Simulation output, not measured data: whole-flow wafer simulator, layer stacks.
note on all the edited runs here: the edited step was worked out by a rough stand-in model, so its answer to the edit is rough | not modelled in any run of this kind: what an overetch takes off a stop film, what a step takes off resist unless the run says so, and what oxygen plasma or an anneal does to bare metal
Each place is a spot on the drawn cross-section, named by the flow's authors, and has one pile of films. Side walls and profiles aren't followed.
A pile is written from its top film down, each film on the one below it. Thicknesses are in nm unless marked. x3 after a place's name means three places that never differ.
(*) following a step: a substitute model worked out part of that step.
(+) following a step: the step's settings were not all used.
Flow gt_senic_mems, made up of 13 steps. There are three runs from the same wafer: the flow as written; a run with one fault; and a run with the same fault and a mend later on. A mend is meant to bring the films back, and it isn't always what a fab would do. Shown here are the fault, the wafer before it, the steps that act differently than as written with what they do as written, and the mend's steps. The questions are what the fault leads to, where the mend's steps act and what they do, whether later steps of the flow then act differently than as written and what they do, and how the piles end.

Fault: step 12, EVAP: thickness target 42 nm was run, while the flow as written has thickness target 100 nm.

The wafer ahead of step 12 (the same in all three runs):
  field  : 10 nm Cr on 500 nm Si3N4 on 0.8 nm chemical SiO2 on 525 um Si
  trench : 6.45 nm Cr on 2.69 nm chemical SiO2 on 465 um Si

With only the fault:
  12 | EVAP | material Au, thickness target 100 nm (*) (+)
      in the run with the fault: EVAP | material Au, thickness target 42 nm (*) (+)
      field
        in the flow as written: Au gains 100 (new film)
        in the run with the fault: Au gains 42 (new film)
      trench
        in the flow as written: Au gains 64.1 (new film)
        in the run with the fault: Au gains 27 (new film)
  None of the later steps of the flow acts differently than as written at any place that is followed.
  By the end, the piles at field, trench depart from the flow's by more than 2% or 0.5 nm, whichever is larger.
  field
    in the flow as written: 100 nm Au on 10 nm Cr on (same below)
    in the run with the fault: 42 nm Au on 10 nm Cr on (same below)
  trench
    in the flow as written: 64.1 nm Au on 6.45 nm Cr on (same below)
    in the run with the fault: 27 nm Au on 6.45 nm Cr on (same below)

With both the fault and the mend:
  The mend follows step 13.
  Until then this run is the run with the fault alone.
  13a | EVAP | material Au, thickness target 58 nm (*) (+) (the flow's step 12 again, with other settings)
      field
        Au gains 58
      trench
        Au gains 37.3
  None of the later steps of the flow acts differently than as written at any place that is followed.
  When the end is reached, the piles differ only a little from the flow's at the places that both follow, at most by 2% or 0.5 nm, whichever is larger.
